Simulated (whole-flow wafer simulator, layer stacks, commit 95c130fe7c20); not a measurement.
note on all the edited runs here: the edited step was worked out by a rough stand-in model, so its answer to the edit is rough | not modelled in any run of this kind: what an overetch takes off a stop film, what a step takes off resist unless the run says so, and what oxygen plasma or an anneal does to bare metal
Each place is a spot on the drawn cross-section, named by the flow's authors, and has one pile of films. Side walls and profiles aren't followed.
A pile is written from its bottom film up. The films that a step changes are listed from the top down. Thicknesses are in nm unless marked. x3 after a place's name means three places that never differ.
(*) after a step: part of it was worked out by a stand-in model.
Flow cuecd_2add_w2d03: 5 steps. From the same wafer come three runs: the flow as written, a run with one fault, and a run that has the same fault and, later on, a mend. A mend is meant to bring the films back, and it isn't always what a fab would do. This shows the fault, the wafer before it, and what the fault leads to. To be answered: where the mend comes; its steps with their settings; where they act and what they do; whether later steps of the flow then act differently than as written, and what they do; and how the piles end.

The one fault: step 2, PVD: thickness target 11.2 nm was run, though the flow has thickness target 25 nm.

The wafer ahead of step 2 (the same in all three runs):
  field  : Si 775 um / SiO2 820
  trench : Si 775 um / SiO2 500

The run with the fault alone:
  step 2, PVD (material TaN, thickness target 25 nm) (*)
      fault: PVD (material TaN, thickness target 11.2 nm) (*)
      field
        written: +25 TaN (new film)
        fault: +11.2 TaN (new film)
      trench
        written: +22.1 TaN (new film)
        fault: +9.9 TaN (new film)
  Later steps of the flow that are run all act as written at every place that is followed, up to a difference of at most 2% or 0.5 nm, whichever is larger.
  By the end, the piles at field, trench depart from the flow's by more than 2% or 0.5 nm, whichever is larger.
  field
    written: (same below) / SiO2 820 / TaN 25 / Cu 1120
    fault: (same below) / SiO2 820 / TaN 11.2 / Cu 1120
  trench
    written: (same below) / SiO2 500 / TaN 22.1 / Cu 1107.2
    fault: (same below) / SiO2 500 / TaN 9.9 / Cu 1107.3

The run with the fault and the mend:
  The mend follows step 2.
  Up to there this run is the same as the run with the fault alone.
  step 2a, PVD (material TaN, thickness target 13.8 nm) (*) (a further turn of the flow's step 2, with different settings)
      field
        +13.8 TaN
      trench
        +12.2 TaN
  Later steps of the flow that are run all act as written at every place that is followed.
  At every place that both follow, the piles at the end match the flow's.
